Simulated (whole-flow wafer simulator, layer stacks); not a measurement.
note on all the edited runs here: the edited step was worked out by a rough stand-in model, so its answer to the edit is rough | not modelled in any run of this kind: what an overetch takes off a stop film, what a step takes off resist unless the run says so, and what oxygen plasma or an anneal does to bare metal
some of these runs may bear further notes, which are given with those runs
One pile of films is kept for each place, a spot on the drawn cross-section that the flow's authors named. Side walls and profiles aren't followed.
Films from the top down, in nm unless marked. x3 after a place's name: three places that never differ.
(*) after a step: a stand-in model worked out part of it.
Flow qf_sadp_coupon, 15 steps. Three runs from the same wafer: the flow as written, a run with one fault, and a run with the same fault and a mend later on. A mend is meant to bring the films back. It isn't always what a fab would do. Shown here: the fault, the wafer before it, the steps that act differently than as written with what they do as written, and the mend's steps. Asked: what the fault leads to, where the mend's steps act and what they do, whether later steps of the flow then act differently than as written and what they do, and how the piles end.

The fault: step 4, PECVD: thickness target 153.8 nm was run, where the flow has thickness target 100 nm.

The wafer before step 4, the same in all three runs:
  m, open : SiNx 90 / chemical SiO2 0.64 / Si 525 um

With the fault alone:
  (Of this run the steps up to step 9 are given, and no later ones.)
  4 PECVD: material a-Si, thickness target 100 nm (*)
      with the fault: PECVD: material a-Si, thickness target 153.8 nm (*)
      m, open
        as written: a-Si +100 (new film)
        with the fault: a-Si +153.8 (new film)
  No later step of the flow up to step 9 acts differently than as written at any place that is followed.
  After step 9 the piles differ from the flow's by more than 2% or 0.5 nm, whichever is larger, at m, open.
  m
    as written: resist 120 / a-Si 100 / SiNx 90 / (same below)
    with the fault: resist 120 / a-Si 153.8 / SiNx 90 / (same below)
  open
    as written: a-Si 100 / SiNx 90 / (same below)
    with the fault: a-Si 153.8 / SiNx 90 / (same below)

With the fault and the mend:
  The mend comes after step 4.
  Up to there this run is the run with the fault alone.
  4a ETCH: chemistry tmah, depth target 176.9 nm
      m, open
        a-Si -153.8 (all of it)
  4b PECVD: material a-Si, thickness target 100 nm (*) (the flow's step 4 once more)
      m, open
        a-Si +100 (new film)
  No later step of the flow acts differently than as written at any place that is followed.
  At the end the piles are the same as the flow's at every place that both follow.
